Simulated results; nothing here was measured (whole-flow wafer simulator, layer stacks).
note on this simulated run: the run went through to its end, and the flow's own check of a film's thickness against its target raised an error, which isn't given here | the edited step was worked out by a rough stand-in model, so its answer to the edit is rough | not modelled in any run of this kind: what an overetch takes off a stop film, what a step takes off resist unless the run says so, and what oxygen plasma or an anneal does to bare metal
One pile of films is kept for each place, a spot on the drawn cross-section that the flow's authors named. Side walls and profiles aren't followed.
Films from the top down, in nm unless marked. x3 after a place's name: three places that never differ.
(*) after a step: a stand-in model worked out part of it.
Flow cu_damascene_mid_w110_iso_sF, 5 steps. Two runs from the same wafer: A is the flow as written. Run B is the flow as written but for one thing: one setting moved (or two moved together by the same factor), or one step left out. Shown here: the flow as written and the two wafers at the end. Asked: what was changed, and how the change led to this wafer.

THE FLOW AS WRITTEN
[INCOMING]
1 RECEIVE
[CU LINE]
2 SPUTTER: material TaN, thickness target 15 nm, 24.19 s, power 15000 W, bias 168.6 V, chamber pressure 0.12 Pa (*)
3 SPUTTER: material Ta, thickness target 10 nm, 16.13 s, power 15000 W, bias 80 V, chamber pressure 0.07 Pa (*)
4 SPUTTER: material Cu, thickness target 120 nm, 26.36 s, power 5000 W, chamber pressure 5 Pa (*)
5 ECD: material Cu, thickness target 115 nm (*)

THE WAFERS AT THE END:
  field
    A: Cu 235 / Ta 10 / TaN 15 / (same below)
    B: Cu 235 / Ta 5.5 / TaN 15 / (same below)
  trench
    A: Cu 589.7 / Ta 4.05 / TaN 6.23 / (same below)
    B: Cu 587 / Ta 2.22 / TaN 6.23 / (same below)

The cause: step 3, SPUTTER: thickness target 5.5 nm was run, where the flow has thickness target 10 nm; step 3, SPUTTER: 8.87 s was run, where the flow has 16.13 s.
It can be read off the wafer: field has Ta 5.5, and step 3 as written asks for 10 nm.

How the change led to this, step by step:
  3 SPUTTER: material Ta, thickness target 10 nm, 16.13 s, power 15000 W, bias 80 V, chamber pressure 0.07 Pa (*)
      field: A Ta +10 (new film) | B Ta +5.5 (new film)
      trench: A Ta +4.05 (new film) | B Ta +2.22 (new film)
